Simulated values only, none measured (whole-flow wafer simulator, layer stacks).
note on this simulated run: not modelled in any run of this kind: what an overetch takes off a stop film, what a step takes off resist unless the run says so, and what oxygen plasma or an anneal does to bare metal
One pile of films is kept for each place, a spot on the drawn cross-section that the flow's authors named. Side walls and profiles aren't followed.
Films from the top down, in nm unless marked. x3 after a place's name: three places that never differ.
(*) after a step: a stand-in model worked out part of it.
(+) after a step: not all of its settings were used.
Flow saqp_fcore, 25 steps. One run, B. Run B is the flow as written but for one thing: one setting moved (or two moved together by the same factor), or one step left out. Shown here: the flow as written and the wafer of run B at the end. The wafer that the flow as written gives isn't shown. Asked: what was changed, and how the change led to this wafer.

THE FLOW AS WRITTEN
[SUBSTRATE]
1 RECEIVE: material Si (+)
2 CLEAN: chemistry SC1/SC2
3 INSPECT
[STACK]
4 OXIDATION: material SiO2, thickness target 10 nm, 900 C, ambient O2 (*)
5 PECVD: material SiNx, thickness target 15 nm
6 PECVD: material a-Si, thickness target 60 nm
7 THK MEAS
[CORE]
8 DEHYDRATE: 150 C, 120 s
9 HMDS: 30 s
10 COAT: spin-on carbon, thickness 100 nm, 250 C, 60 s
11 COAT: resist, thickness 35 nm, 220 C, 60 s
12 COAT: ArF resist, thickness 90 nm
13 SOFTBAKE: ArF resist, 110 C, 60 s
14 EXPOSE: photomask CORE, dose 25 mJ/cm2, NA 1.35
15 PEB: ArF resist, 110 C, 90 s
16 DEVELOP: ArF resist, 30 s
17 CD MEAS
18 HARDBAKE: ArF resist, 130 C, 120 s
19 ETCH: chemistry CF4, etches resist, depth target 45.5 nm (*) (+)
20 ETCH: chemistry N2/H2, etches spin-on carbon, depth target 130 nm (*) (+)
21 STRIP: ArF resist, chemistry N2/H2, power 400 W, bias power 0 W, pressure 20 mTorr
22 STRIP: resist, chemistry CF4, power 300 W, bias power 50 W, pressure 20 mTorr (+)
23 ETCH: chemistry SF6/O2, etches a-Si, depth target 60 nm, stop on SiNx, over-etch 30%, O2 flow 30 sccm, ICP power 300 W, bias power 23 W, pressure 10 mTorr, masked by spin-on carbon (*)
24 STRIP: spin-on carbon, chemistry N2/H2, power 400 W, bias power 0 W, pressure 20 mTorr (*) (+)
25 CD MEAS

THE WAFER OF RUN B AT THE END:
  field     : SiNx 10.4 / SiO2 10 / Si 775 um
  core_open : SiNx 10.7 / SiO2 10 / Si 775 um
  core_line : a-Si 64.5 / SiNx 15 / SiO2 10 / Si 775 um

The cause: step 6, PECVD: thickness target 64.5 nm was run, where the flow has thickness target 60 nm.
It can be read off the wafer: core_line has a-Si 64.5, and step 6 as written asks for 60 nm.

How the change led to this, step by step:
  6 PECVD: material a-Si, thickness target 60 nm
      field, core_open, core_line: a-Si +64.5 (new film) (as written it would be: a-Si +60 (new film))
  23 ETCH: chemistry SF6/O2, etches a-Si, depth target 60 nm, stop on SiNx, over-etch 30%, O2 flow 30 sccm, ICP power 300 W, bias power 23 W, pressure 10 mTorr, masked by spin-on carbon (*)
      field: a-Si -41.4 (all of it), SiNx -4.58 (as written it would be: a-Si -36.9 (all of it), SiNx -5.14)
      core_open: a-Si -43.9 (all of it), SiNx -4.26 (as written it would be: a-Si -39.4 (all of it), SiNx -4.82)
      (and at 1 more place)
